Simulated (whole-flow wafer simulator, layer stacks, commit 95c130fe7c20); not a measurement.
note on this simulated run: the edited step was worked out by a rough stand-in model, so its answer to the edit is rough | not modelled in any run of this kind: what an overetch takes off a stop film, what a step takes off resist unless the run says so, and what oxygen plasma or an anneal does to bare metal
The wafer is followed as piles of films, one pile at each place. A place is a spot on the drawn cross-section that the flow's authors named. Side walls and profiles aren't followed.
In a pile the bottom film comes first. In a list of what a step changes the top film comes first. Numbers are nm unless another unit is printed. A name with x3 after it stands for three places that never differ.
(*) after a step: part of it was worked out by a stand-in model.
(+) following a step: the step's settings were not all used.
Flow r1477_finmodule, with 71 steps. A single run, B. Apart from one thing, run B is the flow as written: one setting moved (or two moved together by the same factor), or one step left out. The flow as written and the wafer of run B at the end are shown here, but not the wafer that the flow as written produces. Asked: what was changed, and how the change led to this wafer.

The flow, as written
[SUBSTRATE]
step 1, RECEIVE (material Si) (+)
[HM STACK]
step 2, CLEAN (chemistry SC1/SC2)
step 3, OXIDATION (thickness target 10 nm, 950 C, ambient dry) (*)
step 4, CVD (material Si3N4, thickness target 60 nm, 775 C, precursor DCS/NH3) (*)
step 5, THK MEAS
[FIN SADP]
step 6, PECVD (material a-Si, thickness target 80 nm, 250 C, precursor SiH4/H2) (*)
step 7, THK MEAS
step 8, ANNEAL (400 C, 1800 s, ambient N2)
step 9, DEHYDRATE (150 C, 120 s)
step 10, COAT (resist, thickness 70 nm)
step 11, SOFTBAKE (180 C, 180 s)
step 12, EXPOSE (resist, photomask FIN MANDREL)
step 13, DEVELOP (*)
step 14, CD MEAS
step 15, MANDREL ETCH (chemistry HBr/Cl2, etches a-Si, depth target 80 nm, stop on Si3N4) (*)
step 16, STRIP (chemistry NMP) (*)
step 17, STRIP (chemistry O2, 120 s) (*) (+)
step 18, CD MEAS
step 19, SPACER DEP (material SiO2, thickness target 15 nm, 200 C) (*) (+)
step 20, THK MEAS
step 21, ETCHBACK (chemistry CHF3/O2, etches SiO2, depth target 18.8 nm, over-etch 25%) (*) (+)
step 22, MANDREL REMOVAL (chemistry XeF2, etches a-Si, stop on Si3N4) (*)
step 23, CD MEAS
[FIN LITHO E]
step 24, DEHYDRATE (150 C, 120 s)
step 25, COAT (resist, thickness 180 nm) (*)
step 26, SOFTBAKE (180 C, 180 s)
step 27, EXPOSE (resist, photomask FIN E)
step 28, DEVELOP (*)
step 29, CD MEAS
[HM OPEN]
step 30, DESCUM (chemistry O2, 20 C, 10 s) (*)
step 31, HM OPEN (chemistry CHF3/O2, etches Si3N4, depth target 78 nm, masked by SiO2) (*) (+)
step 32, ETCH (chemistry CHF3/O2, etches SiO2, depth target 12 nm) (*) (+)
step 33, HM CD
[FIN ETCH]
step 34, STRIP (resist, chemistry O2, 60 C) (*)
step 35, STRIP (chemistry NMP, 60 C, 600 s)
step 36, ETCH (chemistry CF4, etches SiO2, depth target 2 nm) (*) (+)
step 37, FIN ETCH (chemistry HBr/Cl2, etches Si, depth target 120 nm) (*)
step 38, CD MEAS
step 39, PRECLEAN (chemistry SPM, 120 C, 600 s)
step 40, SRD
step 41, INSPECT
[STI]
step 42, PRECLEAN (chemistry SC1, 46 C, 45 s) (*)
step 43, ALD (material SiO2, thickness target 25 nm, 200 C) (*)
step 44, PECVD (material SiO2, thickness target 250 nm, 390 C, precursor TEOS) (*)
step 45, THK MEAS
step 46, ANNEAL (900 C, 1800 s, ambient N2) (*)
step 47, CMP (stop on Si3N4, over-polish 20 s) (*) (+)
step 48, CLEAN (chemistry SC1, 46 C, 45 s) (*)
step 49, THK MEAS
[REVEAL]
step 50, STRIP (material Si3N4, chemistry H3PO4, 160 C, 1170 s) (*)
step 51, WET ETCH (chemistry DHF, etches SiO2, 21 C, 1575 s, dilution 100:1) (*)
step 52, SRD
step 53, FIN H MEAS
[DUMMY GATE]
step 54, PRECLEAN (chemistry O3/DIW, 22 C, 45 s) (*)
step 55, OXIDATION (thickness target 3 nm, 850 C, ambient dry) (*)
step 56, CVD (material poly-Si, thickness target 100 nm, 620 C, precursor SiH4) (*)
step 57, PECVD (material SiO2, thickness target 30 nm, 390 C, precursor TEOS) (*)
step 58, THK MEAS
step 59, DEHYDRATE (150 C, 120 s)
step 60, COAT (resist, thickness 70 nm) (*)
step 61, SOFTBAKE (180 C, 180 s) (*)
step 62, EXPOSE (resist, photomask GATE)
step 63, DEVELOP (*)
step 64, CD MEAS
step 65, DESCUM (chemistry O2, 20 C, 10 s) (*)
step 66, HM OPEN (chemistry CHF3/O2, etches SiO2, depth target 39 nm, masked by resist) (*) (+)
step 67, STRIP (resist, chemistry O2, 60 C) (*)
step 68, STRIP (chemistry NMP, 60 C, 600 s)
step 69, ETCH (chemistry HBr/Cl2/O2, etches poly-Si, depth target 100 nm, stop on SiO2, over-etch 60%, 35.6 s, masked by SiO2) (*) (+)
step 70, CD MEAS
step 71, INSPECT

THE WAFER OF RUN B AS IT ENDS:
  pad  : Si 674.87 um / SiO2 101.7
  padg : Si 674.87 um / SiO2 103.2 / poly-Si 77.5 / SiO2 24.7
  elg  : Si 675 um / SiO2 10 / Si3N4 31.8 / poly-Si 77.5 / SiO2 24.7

The reason: step 56, CVD: thickness target 77.5 nm was run, though the flow has thickness target 100 nm.
One can read it off the wafer: padg has poly-Si 77.5, and step 56 as written asks for 100 nm.

Step by step, how the change led to this:
  step 56, CVD (material poly-Si, thickness target 100 nm, 620 C, precursor SiH4) (*)
      pad, padg, elg and 26 more: +77.5 poly-Si (new film) (as written it would have been: +100 poly-Si (new film))
      s40cg, s40co: +90.8 poly-Si (new film) (as written it would have been: +113.9 poly-Si (new film))
      (also at 5 further places)
  step 67, STRIP (resist, chemistry O2, 60 C) (*)
      s45cg: -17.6 resist (all of it) (as written it would have been: -16.9 resist (all of it))
      s50cg: -18.2 resist (all of it) (as written it would have been: -17.4 resist (all of it))
  step 69, ETCH (chemistry HBr/Cl2/O2, etches poly-Si, depth target 100 nm, stop on SiO2, over-etch 60%, 35.6 s, masked by SiO2) (*) (+)
      pad, eso, e40so and 8 more: -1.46 chemical SiO2 (all of it), -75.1 poly-Si (all of it), -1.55 SiO2 (as written it would have been: -1.46 chemical SiO2 (all of it), -97.6 poly-Si (all of it), -0.42 SiO2)
      elo, e40lo, e100lo, e200lo: -1.46 chemical SiO2 (all of it), -75.1 poly-Si (all of it), -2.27 Si3N4 (as written it would have been: -1.46 chemical SiO2 (all of it), -97.6 poly-Si (all of it), -0.22 Si3N4)
      (also at 3 further places)
